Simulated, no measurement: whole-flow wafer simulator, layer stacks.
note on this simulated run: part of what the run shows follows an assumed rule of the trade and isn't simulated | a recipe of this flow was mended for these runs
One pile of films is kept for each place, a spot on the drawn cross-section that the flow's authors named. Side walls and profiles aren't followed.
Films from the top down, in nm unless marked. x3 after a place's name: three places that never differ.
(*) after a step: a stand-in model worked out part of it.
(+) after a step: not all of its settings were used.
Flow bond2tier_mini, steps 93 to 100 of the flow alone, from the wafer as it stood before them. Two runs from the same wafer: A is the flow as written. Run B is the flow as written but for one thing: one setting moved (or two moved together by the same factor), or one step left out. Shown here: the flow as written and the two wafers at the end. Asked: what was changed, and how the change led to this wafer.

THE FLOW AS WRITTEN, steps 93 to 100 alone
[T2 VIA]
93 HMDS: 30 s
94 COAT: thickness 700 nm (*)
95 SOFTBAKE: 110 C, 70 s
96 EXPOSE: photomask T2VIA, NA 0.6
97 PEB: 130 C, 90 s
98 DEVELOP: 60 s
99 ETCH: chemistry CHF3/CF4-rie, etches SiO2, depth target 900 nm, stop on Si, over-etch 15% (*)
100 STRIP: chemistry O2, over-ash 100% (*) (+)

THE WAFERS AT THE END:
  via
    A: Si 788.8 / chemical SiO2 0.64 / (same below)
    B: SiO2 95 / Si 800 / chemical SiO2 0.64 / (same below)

The cause: step 99, ETCH: depth target 700 nm was run, where the flow has depth target 900 nm.

How the change led to this, step by step:
  99 ETCH: chemistry CHF3/CF4-rie, etches SiO2, depth target 900 nm, stop on Si, over-etch 15% (*)
      via: A SiO2 -900 (all of it), Si -11.2 | B SiO2 -805
      field, pad: A thick-KrF-resist -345 | B thick-KrF-resist -268.3
  100 STRIP: chemistry O2, over-ash 100% (*) (+)
      field: A thick-KrF-resist -286.6 (all of it) | B thick-KrF-resist -363.3 (all of it)
      pad: A thick-KrF-resist -372.9 (all of it) | B thick-KrF-resist -449.6 (all of it)
